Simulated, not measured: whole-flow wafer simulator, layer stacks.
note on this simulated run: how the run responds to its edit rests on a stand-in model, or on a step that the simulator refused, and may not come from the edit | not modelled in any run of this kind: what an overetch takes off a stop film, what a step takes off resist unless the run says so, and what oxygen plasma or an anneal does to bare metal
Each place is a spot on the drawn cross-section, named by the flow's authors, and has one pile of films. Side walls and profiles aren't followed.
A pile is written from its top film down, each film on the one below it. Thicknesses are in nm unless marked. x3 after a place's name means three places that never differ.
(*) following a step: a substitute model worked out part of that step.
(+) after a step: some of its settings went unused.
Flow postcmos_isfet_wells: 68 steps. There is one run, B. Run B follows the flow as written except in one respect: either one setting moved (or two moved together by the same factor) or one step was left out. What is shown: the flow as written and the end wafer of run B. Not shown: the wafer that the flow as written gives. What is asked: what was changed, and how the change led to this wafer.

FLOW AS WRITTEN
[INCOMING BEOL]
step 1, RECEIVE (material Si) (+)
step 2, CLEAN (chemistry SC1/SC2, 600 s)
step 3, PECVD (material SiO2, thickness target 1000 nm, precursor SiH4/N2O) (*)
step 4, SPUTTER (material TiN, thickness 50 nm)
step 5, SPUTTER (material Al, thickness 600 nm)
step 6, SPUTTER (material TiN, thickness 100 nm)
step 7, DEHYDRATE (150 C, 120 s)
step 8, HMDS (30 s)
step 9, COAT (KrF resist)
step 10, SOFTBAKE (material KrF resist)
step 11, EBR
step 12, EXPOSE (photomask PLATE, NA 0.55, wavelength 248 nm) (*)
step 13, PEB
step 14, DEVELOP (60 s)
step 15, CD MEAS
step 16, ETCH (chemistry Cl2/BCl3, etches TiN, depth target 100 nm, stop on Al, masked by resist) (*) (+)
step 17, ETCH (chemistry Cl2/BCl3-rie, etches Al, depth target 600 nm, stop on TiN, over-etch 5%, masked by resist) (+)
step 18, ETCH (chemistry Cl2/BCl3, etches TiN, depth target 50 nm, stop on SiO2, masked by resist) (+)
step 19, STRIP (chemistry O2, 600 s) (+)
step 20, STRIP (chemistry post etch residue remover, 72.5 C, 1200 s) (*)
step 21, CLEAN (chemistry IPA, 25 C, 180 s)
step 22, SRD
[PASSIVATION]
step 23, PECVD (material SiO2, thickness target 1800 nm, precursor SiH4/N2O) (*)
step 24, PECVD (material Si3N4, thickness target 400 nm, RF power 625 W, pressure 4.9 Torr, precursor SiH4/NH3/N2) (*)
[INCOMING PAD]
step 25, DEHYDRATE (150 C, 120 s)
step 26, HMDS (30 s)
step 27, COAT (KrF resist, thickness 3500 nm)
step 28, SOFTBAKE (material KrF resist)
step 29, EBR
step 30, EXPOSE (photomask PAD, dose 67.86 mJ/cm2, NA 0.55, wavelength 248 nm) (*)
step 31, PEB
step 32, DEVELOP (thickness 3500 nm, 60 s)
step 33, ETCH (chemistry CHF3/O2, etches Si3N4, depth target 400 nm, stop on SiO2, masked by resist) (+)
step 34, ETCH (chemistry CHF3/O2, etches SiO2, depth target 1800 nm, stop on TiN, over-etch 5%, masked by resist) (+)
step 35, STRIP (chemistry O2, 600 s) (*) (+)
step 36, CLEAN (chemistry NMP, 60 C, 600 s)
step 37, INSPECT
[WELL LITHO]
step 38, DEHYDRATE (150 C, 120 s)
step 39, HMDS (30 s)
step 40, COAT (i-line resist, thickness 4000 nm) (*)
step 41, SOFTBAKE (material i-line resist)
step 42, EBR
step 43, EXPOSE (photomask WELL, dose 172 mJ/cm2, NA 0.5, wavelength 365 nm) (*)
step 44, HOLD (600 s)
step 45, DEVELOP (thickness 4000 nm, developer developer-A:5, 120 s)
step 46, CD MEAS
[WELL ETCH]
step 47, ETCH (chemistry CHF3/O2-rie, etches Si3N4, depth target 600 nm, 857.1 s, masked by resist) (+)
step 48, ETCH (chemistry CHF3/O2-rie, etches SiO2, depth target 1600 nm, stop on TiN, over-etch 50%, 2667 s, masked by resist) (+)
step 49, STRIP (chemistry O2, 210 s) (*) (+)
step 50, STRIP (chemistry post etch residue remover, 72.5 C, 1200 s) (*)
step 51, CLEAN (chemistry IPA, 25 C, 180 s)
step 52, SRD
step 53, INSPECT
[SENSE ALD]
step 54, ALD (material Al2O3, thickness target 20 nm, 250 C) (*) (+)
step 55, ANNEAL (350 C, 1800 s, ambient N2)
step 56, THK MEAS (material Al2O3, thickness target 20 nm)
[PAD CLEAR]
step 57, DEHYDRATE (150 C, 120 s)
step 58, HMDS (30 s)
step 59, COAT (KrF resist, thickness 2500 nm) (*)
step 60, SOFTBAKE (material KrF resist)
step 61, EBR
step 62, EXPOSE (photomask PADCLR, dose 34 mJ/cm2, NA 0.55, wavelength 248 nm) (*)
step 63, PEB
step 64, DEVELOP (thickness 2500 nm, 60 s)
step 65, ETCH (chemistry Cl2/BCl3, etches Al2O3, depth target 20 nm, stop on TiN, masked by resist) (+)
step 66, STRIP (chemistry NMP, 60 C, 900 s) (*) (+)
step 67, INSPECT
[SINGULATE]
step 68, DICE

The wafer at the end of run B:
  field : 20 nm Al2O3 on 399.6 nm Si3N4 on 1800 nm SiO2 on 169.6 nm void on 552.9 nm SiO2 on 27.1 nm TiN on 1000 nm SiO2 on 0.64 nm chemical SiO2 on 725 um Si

What caused this: step 18, ETCH: depth target 22.5 nm was run, whereas the flow has depth target 50 nm.

Step by step, how the change led to this:
  step 18, ETCH (chemistry Cl2/BCl3, etches TiN, depth target 50 nm, stop on SiO2, masked by resist) (+)
      field: TiN loses 22.5 (as written it would have been: TiN loses 50 (all of it))
      margin, well900, well1300 x3, pad_rim, pad_clr, pad_open: KrF resist loses 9 (as written it would have been: KrF resist loses 20)
  step 23, PECVD (material SiO2, thickness target 1800 nm, precursor SiH4/N2O) (*)
      field: SiO2 gains 1800 (new film), void gains 169.6 (new film), SiO2 gains 552.9 (new film) (as written it would have been: SiO2 gains 1800 (new film), void gains 189.9 (new film), SiO2 gains 559.7)
Taking metal films that touch as one body, field has 1 body; the flow as written gives 0 bodies.
